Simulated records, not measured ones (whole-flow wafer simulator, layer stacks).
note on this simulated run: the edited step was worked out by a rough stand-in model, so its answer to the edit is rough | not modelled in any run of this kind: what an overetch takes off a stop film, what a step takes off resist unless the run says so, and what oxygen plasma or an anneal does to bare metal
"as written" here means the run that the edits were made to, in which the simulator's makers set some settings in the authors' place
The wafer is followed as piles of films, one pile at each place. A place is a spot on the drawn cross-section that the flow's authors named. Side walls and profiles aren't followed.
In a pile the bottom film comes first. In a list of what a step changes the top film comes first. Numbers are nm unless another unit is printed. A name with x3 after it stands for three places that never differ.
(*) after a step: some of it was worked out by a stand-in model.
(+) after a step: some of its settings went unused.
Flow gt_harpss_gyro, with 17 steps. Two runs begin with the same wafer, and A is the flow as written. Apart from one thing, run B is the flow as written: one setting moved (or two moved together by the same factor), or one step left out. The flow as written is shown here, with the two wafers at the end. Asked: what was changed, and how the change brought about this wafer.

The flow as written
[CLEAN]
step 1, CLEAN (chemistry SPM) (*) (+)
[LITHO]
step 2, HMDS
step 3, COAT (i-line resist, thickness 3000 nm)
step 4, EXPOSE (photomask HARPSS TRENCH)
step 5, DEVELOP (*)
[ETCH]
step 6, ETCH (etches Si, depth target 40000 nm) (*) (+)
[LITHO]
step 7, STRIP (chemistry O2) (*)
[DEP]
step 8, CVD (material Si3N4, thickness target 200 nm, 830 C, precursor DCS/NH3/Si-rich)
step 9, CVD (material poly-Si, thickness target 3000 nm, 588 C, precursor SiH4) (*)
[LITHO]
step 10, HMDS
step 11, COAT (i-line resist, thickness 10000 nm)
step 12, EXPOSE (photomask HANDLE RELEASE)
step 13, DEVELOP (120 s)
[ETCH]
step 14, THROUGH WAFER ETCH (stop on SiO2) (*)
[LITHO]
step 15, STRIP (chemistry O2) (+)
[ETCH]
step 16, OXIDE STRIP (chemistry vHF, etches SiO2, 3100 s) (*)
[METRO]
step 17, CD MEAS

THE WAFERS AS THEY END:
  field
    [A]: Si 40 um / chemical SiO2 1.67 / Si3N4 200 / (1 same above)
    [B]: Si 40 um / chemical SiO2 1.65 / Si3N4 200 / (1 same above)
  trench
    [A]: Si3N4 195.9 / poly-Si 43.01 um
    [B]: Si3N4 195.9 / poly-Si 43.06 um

Cause: step 6, ETCH: depth target 48000 nm was run, whereas the flow has depth target 40000 nm.

The path from the change to this, step by step:
  step 6, ETCH (etches Si, depth target 40000 nm) (*) (+)
      trench: A chemical SiO2 loses 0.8 (all of it), Si loses 40 um (all of it) | B chemical SiO2 loses 0.8 (all of it), Si loses 40 um (all of it), SiO2 loses 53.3
      field: A i-line resist loses 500 | B i-line resist loses 600
  step 7, STRIP (chemistry O2) (*)
      field: A i-line resist loses 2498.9 (all of it), chemical SiO2 gains 0.87, Si loses 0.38 | B i-line resist loses 2398.9 (all of it), chemical SiO2 gains 0.85, Si loses 0.38
  step 9, CVD (material poly-Si, thickness target 3000 nm, 588 C, precursor SiH4) (*)
      trench: A poly-Si gains 43.01 um (new film) | B poly-Si gains 43.06 um (new film)
  step 16, OXIDE STRIP (chemistry vHF, etches SiO2, 3100 s) (*)
      trench: A under 2 films: SiO2 loses 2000 (all of it) | B under 2 films: SiO2 loses 1946.7 (all of it)
